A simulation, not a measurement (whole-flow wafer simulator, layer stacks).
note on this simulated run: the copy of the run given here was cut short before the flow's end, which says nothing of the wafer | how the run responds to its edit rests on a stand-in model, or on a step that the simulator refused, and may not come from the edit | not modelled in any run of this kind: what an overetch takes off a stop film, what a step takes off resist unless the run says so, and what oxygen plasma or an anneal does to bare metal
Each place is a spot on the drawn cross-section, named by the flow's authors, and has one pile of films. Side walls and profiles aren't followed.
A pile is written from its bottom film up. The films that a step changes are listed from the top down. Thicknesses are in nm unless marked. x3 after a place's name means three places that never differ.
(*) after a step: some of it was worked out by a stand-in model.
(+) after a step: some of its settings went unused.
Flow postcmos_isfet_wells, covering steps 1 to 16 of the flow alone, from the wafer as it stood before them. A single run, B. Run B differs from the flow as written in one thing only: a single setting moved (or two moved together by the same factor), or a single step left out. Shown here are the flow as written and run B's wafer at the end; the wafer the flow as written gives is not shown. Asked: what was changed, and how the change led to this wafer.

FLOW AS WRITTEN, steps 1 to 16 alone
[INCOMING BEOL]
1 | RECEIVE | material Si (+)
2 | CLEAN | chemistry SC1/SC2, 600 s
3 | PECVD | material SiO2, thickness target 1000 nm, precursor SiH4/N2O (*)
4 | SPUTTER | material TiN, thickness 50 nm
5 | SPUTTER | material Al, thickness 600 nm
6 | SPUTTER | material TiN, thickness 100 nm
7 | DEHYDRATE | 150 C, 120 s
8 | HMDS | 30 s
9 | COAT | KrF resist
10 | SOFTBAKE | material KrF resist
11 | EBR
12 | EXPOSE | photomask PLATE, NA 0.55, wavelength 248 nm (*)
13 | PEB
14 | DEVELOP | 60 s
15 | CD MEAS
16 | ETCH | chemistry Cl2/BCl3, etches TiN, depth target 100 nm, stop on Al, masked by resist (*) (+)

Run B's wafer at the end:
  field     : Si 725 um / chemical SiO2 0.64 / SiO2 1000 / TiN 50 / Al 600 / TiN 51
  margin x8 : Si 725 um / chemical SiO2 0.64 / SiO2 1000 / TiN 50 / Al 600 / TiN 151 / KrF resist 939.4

What caused this: step 6, SPUTTER: thickness 151 nm was run, though the flow has thickness 100 nm.
One can read it off the wafer: margin x8 has TiN 151, and step 6 as written asks for 100 nm.

The path from the change to this, step by step:
  6 | SPUTTER | material TiN, thickness 100 nm
      field, margin x8: +151 TiN (new film) (in the flow as written it would be: +100 TiN (new film))
  16 | ETCH | chemistry Cl2/BCl3, etches TiN, depth target 100 nm, stop on Al, masked by resist (*) (+)
      field: -100 TiN (in the flow as written it would be: -100 TiN (all of it))
